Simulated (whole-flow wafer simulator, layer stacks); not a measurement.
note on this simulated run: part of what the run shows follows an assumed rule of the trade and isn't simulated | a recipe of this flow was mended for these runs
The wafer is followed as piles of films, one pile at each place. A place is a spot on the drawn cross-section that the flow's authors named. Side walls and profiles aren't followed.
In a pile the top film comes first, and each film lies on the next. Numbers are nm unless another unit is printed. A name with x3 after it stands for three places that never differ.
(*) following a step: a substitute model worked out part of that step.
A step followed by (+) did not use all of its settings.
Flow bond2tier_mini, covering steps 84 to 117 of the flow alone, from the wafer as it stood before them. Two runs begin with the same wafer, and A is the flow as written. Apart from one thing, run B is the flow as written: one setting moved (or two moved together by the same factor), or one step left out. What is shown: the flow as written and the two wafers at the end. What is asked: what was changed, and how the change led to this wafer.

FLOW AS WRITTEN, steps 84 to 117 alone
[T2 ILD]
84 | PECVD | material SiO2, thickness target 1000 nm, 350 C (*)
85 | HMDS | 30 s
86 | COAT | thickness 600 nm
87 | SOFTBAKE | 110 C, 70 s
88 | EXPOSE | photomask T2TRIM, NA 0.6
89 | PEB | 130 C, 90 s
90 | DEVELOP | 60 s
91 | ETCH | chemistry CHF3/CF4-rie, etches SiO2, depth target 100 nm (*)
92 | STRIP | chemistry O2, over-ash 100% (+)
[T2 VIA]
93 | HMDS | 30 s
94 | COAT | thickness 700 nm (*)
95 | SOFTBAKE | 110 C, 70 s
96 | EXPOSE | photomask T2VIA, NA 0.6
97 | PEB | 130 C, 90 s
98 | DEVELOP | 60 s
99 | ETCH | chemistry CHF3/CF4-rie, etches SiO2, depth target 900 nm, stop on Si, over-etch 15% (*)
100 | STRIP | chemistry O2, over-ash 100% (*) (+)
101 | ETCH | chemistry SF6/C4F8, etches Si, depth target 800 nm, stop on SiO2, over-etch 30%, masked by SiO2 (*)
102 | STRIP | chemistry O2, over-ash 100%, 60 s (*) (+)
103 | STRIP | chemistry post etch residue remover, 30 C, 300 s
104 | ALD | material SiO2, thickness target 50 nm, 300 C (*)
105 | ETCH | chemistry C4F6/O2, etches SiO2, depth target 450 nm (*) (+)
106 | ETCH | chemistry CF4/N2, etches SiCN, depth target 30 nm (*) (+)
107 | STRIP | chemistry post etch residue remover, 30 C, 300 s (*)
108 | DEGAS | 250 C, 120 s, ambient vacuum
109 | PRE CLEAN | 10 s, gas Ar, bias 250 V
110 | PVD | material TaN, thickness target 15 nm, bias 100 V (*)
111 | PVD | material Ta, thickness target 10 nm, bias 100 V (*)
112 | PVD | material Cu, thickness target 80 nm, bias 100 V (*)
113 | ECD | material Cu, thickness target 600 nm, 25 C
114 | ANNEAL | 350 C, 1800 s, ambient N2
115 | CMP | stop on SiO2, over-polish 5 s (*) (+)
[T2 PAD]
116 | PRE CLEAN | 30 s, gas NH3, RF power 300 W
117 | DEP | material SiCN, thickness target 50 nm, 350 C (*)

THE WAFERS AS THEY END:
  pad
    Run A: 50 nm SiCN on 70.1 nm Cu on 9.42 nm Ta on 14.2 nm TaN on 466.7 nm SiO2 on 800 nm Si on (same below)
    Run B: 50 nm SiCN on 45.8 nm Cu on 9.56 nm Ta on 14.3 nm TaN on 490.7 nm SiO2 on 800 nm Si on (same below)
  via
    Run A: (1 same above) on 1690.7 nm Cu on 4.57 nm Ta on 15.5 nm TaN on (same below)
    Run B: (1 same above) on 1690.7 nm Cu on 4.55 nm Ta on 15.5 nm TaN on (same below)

The reason: step 91, ETCH: depth target 76 nm was run, though the flow has depth target 100 nm.

The path from the change to this, step by step:
  91 | ETCH | chemistry CHF3/CF4-rie, etches SiO2, depth target 100 nm (*)
      pad, via: A -100 SiO2 | B -76 SiO2
      field: A -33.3 thick-KrF-resist | B -25.3 thick-KrF-resist
  99 | ETCH | chemistry CHF3/CF4-rie, etches SiO2, depth target 900 nm, stop on Si, over-etch 15% (*)
      via: A -900 SiO2 (all of it), -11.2 Si | B -924 SiO2 (all of it), -9.25 Si
  100 | STRIP | chemistry O2, over-ash 100% (*) (+)
      field: A -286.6 thick-KrF-resist (all of it) | B -296.4 thick-KrF-resist (all of it)
      pad: A -372.9 thick-KrF-resist (all of it) | B -362.7 thick-KrF-resist (all of it)
  113 | ECD | material Cu, thickness target 600 nm, 25 C
      pad: A +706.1 Cu | B +680.7 Cu
